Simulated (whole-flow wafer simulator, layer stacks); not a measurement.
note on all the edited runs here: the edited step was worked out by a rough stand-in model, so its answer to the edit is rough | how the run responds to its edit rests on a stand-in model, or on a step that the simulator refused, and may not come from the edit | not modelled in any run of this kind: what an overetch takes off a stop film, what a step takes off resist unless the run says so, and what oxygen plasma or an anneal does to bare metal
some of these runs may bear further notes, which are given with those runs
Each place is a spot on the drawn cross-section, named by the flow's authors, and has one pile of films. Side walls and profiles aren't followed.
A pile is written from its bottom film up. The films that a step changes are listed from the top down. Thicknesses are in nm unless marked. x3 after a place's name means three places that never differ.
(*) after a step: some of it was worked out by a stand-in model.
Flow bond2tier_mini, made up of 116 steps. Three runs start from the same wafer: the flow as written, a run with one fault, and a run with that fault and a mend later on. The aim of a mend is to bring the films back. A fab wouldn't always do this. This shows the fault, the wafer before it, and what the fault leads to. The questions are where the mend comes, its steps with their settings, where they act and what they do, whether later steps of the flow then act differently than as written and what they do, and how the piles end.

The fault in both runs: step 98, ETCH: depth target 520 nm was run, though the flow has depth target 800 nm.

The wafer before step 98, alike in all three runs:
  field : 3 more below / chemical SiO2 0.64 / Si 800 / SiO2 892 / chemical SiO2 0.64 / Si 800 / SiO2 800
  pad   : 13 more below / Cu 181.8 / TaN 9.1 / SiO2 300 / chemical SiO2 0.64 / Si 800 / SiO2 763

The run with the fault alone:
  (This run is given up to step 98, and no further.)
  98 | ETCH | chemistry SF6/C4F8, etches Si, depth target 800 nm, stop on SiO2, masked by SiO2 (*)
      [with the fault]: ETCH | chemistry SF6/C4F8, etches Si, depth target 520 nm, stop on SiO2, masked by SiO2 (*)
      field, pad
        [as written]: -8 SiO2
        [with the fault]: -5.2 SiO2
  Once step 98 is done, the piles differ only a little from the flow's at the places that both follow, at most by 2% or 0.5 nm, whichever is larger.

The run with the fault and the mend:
  After step 98 comes the mend.
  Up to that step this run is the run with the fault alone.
  98a | ETCH | chemistry SF6/C4F8, etches Si, depth target 280 nm, stop on SiO2, masked by SiO2 (*) (the flow's step 98, run once more with other settings)
      field, pad
        -2.8 SiO2
  Later steps of the flow that are run all act as written at every place that is followed.
  The piles end the same as the flow's at every place that both follow.
